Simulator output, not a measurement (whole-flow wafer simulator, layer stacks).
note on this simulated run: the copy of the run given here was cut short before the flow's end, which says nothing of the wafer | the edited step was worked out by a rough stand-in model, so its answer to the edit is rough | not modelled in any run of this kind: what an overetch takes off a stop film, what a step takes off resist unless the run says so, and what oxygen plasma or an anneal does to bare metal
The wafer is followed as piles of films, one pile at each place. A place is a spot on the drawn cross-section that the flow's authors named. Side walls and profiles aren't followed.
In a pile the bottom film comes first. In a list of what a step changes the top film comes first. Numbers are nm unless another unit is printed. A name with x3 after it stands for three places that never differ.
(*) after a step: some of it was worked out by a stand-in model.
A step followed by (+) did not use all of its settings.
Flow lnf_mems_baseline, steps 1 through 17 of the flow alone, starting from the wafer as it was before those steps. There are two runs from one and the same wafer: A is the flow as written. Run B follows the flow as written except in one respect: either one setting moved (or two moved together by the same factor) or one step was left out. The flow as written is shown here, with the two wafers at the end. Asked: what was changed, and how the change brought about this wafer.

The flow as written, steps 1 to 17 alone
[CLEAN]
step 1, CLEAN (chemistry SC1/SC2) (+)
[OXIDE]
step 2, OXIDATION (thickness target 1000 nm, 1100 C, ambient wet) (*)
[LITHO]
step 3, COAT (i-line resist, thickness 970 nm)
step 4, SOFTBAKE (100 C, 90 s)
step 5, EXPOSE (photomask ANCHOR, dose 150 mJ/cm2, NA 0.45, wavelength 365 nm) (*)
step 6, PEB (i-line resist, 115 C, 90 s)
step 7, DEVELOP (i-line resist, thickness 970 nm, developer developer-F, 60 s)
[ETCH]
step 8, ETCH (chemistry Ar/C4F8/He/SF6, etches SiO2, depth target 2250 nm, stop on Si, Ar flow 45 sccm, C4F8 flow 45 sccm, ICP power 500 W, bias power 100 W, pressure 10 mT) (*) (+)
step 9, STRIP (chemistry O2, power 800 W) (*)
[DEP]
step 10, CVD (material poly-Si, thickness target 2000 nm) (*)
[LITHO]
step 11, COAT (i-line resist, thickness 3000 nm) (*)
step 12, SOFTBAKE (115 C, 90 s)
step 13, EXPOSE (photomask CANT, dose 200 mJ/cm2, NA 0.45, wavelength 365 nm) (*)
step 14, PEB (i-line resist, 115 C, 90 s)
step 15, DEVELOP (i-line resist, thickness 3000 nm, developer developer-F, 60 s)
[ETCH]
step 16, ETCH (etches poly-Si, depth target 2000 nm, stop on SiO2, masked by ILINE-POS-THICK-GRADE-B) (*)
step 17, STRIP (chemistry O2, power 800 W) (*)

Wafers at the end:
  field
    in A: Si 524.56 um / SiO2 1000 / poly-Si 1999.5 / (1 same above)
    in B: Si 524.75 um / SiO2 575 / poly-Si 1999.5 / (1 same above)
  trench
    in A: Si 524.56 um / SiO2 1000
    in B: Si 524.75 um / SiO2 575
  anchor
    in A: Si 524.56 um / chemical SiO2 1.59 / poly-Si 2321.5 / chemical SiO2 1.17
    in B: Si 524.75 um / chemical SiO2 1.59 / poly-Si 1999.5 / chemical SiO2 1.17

What caused this: step 2, OXIDATION: thickness target 575 nm was run, though the flow has thickness target 1000 nm.
One can read it off the wafer: field has SiO2 575, and step 2 as written asks for 1000 nm.

The path from the change to this, step by step:
  step 2, OXIDATION (thickness target 1000 nm, 1100 C, ambient wet) (*)
      field, anchor, beam, trench, char_slit: A +1000 SiO2 (new film), -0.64 chemical SiO2 (all of it), -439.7 Si | B +575 SiO2 (new film), -0.64 chemical SiO2 (all of it), -252.7 Si
  step 8, ETCH (chemistry Ar/C4F8/He/SF6, etches SiO2, depth target 2250 nm, stop on Si, Ar flow 45 sccm, C4F8 flow 45 sccm, ICP power 500 W, bias power 100 W, pressure 10 mT) (*) (+)
      field, beam, trench, char_slit: A -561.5 i-line resist | B -349 i-line resist
      anchor: A -1000 SiO2 (all of it) | B -575 SiO2 (all of it)
  step 9, STRIP (chemistry O2, power 800 W) (*)
      field, beam, trench, char_slit: A -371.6 i-line resist (all of it) | B -584.1 i-line resist (all of it)
  step 10, CVD (material poly-Si, thickness target 2000 nm) (*)
      anchor: A +2322 poly-Si (new film) | B +2000 poly-Si (new film)
  step 11, COAT (i-line resist, thickness 3000 nm) (*)
      anchor: A +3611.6 i-line resist (new film) | B +3509.4 i-line resist (new film)
  step 14, PEB (i-line resist, 115 C, 90 s)
      anchor: A -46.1 i-line resist | B -44.3 i-line resist
  step 17, STRIP (chemistry O2, power 800 W) (*)
      anchor: A +1.17 chemical SiO2 (new film), -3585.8 i-line resist (all of it), -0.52 poly-Si | B +1.17 chemical SiO2 (new film), -3484.7 i-line resist (all of it), -0.51 poly-Si
